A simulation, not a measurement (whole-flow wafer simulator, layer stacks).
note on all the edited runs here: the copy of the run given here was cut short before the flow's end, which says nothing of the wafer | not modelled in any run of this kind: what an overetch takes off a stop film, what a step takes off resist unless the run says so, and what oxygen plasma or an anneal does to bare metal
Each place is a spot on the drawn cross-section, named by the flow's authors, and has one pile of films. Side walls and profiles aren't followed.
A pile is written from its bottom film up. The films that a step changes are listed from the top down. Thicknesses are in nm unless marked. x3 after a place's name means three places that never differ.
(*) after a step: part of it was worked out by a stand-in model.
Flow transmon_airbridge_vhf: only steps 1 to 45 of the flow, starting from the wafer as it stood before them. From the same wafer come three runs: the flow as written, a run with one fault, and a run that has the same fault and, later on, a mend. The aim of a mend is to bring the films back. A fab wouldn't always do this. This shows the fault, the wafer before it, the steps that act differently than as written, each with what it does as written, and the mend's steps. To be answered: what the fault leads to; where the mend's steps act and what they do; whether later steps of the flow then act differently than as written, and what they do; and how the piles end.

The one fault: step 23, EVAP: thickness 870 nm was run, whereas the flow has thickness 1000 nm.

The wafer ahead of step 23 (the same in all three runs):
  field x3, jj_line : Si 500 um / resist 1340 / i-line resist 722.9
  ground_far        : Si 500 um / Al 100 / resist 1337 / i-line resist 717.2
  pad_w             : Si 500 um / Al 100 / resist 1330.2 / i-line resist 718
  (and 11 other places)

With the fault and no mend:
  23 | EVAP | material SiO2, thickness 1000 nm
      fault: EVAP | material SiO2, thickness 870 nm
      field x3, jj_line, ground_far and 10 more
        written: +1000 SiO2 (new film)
        fault: +870 SiO2 (new film)
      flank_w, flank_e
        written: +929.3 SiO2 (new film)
        fault: +808.5 SiO2 (new film)
  Later steps of the flow acting differently than as written (2 more steps, not shown, differ only slightly: by at most 2% or 0.5 nm, whichever is larger):
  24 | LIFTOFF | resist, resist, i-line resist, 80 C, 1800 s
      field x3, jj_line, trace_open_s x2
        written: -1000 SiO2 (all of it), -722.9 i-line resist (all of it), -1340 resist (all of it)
        fault: -870 SiO2 (all of it), -722.9 i-line resist (all of it), -1340 resist (all of it)
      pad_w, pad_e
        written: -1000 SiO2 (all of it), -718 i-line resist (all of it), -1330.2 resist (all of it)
        fault: -870 SiO2 (all of it), -718 i-line resist (all of it), -1330.2 resist (all of it)
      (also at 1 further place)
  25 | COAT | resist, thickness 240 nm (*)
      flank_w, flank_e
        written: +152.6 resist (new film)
        fault: +156.8 resist (new film)
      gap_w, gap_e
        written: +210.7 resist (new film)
        fault: +216.3 resist (new film)
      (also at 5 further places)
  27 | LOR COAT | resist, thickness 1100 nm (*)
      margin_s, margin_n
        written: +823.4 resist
        fault: +854.4 resist
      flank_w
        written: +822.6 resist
        fault: +854.3 resist
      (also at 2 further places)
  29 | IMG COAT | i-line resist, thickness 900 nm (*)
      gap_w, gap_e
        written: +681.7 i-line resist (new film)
        fault: +712.9 i-line resist (new film)
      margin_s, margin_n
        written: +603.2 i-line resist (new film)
        fault: +644.4 i-line resist (new film)
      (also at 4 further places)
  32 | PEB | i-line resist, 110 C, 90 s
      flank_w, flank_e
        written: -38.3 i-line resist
        fault: -39.6 i-line resist
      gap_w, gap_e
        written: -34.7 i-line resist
        fault: -36.4 i-line resist
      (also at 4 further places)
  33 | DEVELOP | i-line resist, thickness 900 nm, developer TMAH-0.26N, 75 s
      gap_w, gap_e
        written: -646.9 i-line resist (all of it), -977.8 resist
        fault: -676.5 i-line resist (all of it), -995.6 resist
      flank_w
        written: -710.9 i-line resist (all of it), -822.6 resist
        fault: -734.9 i-line resist (all of it), -854.3 resist
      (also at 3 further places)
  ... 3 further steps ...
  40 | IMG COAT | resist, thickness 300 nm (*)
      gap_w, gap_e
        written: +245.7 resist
        fault: +251.2 resist
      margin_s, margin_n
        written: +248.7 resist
        fault: +256.6 resist
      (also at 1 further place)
  The piles end different from the flow's at flank_w, gap_w, cpw_trace, gap_e, flank_e, margin_s, bridge_strip, margin_n by more than 2% or 0.5 nm, whichever is larger.
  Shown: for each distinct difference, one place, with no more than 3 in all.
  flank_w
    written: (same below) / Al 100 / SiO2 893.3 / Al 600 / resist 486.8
    fault: (same below) / Al 100 / SiO2 772.5 / Al 600 / resist 500.1
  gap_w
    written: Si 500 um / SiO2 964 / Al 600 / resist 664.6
    fault: Si 500 um / SiO2 834 / Al 600 / resist 675.8
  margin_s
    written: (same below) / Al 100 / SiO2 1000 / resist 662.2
    fault: (same below) / Al 100 / SiO2 870 / resist 680

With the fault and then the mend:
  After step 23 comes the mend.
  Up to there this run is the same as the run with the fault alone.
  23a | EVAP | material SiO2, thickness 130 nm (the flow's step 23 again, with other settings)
      field x3, jj_line, ground_far and 10 more
        +130 SiO2
      flank_w, flank_e
        +120.8 SiO2
  Every later step of the flow that is run acts as written, at every place that is followed, to within 2% or 0.5 nm, whichever is larger.
  The piles end only slightly different from the flow's at the places that both follow, by no more than 2% or 0.5 nm, whichever is larger.
